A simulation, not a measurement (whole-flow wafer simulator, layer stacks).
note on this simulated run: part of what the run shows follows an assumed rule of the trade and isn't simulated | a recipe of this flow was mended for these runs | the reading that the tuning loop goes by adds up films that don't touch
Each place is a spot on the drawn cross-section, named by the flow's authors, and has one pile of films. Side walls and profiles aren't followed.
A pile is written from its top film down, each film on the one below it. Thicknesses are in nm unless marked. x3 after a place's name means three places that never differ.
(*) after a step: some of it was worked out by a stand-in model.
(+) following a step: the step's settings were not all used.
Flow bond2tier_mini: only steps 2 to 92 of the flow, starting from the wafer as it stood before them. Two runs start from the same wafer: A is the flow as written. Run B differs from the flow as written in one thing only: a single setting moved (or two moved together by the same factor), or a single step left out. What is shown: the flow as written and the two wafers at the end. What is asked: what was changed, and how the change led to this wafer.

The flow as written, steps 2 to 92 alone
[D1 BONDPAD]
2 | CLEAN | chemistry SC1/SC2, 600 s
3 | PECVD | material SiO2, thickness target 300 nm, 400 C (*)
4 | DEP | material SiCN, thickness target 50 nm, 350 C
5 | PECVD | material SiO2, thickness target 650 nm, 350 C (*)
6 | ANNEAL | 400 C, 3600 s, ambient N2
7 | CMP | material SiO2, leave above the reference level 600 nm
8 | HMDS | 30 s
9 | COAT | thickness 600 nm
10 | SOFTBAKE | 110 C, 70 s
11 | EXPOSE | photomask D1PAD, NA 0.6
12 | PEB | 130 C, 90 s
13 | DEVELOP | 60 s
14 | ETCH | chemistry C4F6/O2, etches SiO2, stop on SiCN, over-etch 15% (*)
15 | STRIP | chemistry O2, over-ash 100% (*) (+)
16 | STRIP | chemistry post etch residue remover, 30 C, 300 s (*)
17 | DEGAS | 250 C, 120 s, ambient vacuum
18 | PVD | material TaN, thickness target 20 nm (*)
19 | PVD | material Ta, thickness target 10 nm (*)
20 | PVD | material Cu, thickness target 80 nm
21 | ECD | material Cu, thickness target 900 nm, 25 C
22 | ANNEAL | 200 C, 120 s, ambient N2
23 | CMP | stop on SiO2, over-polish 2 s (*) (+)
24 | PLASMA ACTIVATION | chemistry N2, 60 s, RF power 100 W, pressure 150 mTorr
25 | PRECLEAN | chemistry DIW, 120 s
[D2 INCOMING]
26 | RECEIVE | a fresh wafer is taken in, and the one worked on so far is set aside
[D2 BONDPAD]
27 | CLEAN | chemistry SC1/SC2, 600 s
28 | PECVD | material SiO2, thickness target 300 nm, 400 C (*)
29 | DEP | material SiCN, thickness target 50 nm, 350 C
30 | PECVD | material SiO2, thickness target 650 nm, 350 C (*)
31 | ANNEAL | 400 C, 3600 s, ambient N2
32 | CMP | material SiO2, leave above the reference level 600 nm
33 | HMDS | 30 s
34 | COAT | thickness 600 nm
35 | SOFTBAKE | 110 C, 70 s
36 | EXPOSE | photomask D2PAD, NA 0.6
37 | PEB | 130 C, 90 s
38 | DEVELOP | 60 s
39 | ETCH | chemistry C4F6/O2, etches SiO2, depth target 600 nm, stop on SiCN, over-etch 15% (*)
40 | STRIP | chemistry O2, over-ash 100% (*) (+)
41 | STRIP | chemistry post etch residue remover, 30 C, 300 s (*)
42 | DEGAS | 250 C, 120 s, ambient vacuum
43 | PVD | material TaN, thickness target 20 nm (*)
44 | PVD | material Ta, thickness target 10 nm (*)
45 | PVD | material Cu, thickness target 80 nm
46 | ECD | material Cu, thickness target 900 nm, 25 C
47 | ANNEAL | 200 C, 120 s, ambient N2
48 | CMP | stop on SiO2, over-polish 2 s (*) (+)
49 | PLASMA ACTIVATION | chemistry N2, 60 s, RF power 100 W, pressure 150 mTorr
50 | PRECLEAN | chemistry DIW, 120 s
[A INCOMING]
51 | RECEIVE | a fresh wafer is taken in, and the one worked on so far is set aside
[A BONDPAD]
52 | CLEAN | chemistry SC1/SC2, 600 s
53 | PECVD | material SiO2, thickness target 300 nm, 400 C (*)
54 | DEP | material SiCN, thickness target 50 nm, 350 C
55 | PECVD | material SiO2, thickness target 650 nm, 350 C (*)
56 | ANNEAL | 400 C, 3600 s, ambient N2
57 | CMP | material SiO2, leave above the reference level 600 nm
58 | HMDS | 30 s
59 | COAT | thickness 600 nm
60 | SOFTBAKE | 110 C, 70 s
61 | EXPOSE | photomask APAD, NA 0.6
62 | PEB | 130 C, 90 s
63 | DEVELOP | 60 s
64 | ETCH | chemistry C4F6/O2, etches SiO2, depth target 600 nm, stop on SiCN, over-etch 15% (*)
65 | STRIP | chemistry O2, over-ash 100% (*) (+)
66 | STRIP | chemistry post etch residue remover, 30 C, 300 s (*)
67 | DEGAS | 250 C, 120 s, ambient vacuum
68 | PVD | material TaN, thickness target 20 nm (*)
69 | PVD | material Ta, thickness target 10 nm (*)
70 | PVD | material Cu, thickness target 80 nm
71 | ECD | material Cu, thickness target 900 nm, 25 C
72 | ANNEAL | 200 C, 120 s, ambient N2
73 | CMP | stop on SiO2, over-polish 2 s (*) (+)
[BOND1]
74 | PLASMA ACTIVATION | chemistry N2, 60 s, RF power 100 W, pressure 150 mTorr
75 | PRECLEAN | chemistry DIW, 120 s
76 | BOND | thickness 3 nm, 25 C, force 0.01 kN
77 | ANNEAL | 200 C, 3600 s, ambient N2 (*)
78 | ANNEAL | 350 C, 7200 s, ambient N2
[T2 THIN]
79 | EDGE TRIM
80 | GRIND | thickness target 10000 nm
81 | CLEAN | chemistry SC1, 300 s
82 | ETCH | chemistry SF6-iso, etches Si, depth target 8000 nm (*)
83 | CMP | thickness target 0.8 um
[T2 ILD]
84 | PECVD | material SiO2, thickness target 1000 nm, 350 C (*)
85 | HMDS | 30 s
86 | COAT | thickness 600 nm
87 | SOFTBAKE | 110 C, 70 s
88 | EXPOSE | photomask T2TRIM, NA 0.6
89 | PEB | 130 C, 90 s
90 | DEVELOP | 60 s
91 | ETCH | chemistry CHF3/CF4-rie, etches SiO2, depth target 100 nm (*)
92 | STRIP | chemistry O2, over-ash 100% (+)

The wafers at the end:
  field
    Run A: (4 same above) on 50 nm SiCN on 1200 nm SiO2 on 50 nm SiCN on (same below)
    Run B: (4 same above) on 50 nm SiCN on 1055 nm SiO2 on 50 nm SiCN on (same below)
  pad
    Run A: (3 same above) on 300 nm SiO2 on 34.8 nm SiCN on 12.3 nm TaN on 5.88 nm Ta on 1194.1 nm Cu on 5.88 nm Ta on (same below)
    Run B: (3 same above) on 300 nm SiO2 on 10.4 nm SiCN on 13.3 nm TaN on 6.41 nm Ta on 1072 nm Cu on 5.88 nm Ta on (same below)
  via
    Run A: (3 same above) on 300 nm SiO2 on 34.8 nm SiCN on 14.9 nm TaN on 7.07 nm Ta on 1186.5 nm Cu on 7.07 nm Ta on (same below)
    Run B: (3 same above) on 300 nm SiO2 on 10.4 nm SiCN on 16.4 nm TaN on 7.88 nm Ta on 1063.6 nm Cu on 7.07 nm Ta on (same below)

What caused this: step 5, PECVD: thickness target 455 nm was run, while the flow as written has thickness target 650 nm.

How this came from the change, step by step:
  5 | PECVD | material SiO2, thickness target 650 nm, 350 C (*)
      field, pad, via: A +650 SiO2 (new film) | B +455 SiO2 (new film)
  7 | CMP | material SiO2, leave above the reference level 600 nm
      field, pad, via: A -50 SiO2 | B nothing
  14 | ETCH | chemistry C4F6/O2, etches SiO2, stop on SiCN, over-etch 15% (*)
      pad, via: A -600 SiO2 (all of it), -15.2 SiCN | B -455 SiO2 (all of it), -39.6 SiCN
      field: A -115 thick-KrF-resist | B -87.2 thick-KrF-resist
  15 | STRIP | chemistry O2, over-ash 100% (*) (+)
      field: A -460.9 thick-KrF-resist (all of it) | B -488.7 thick-KrF-resist (all of it)
  18 | PVD | material TaN, thickness target 20 nm (*)
      pad: A +12.3 TaN (new film) | B +13.3 TaN (new film)
      via: A +14.9 TaN (new film) | B +16.4 TaN (new film)
  19 | PVD | material Ta, thickness target 10 nm (*)
      pad: A +5.88 Ta (new film) | B +6.41 Ta (new film)
      via: A +7.07 Ta (new film) | B +7.88 Ta (new film)
  20 | PVD | material Cu, thickness target 80 nm
      pad: A +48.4 Cu (new film) | B +52.5 Cu (new film)
      via: A +59 Cu (new film) | B +65 Cu (new film)
  21 | ECD | material Cu, thickness target 900 nm, 25 C
      pad: A +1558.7 Cu | B +1432.5 Cu
      via: A +1544.3 Cu | B +1415.4 Cu
  76 | BOND | thickness 3 nm, 25 C, force 0.01 kN
      field: A +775 um Si (new film), +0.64 chemical SiO2 (new film), +300 SiO2 (new film), +50 SiCN (new film), +600 SiO2 | B +775 um Si (new film), +0.64 chemical SiO2 (new film), +300 SiO2 (new film), +50 SiCN (new film), +455 SiO2
      pad: A +775 um Si (new film), +0.64 chemical SiO2 (new film), +300 SiO2 (new film), +34.8 SiCN (new film), +12.3 TaN (new film), +5.88 Ta (new film), +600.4 Cu | B +775 um Si (new film), +0.64 chemical SiO2 (new film), +300 SiO2 (new film), +10.4 SiCN (new film), +13.3 TaN (new film), +6.41 Ta (new film), +478.3 Cu
      (and at 1 other place as well)
